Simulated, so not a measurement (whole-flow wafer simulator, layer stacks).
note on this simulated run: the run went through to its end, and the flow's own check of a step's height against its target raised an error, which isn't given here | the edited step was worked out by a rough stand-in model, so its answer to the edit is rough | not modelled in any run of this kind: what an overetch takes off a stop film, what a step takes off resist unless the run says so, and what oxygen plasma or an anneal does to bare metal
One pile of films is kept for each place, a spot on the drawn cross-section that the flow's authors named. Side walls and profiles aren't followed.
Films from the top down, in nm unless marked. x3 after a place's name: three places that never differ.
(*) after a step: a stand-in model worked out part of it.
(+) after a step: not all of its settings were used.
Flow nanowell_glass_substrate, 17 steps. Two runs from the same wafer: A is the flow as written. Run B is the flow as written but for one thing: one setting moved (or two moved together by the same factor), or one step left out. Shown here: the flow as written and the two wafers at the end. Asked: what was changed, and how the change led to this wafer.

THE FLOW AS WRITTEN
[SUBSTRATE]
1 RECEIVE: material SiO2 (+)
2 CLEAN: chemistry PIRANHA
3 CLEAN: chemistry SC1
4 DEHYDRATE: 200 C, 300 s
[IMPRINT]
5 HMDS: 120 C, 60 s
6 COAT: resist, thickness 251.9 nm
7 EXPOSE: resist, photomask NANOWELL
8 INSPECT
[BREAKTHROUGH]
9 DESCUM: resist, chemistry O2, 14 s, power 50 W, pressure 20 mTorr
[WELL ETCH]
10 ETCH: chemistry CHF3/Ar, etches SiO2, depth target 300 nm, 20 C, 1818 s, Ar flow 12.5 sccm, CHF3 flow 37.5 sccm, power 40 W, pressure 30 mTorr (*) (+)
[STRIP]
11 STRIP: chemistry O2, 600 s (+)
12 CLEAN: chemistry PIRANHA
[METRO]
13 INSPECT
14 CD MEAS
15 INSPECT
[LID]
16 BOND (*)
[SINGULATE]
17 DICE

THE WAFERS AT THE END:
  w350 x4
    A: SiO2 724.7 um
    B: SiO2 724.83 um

The cause: step 10, ETCH: depth target 172 nm was run, where the flow has depth target 300 nm.

How the change led to this, step by step:
  10 ETCH: chemistry CHF3/Ar, etches SiO2, depth target 300 nm, 20 C, 1818 s, Ar flow 12.5 sccm, CHF3 flow 37.5 sccm, power 40 W, pressure 30 mTorr (*) (+)
      w350 x4: A SiO2 -300 | B SiO2 -172
      land: A resist -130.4 | B resist -121.3
  11 STRIP: chemistry O2, 600 s (+)
      land: A resist -125.9 (all of it) | B resist -135.1 (all of it)
